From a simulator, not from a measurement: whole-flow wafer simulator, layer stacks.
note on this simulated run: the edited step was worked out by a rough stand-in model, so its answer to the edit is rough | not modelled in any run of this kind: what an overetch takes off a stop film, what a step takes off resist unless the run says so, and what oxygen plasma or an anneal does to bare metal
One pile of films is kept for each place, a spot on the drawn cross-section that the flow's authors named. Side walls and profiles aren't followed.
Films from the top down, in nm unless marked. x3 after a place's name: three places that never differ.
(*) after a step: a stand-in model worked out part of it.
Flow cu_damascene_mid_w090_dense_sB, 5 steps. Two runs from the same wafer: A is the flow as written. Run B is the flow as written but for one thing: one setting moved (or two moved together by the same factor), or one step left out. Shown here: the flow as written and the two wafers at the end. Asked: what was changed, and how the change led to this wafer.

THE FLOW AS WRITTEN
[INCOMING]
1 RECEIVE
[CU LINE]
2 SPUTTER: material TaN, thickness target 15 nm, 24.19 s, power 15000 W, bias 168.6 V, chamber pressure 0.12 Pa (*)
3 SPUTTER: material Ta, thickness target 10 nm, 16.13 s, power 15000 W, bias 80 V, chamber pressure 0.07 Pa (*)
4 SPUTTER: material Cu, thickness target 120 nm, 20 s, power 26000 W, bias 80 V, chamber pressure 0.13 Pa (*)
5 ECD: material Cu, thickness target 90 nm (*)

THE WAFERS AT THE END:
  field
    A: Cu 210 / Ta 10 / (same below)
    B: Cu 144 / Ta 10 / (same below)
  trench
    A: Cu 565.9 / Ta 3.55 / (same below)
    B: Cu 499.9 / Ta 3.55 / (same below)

The cause: step 4, SPUTTER: thickness target 54 nm was run, where the flow has thickness target 120 nm; step 4, SPUTTER: 9 s was run, where the flow has 20 s.

How the change led to this, step by step:
  4 SPUTTER: material Cu, thickness target 120 nm, 20 s, power 26000 W, bias 80 V, chamber pressure 0.13 Pa (*)
      field: A Cu +120 (new film) | B Cu +54 (new film)
      trench: A Cu +44.3 (new film) | B Cu +20 (new film)
  5 ECD: material Cu, thickness target 90 nm (*)
      trench: A Cu +521.6 | B Cu +480
